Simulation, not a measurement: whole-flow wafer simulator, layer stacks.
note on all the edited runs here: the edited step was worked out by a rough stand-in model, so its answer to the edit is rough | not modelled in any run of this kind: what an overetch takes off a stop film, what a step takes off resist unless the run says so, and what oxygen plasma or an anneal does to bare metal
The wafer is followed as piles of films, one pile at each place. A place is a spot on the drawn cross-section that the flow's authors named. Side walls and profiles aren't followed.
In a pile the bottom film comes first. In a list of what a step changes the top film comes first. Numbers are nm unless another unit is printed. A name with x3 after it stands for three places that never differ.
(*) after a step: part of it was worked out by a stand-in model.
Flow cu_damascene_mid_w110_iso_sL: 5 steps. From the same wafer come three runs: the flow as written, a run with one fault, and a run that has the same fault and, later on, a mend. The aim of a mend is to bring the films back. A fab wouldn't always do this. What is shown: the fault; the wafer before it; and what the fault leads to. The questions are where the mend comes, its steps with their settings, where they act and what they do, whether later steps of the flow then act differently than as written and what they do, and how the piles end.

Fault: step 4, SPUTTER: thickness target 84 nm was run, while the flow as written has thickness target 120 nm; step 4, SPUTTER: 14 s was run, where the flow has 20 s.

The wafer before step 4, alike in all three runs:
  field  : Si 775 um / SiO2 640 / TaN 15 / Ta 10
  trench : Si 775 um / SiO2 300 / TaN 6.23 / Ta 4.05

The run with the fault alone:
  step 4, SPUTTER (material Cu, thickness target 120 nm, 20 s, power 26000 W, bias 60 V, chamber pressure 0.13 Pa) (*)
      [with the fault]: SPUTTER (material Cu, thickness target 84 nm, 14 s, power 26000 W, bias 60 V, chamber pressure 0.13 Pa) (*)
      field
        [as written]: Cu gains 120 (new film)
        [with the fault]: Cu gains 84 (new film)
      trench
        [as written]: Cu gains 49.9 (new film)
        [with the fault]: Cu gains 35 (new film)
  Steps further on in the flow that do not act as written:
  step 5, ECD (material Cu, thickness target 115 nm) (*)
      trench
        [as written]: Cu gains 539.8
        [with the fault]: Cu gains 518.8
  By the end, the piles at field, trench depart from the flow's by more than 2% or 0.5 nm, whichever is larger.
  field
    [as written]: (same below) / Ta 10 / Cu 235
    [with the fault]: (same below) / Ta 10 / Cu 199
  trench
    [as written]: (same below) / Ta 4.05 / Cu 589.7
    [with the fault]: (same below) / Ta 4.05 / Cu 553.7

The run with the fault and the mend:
  The mend stands after step 4.
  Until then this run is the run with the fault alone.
  step 4a, SPUTTER (material Cu, thickness target 36 nm, 6 s, power 26000 W, bias 60 V, chamber pressure 0.13 Pa) (*) (the flow's step 4, run once more with other settings)
      field
        Cu gains 36
      trench
        Cu gains 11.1
  Later steps of the flow that are run all act as written at every place that is followed, up to a difference of at most 2% or 0.5 nm, whichever is larger.
  By the end, the piles equal the flow's at every place that both follow.
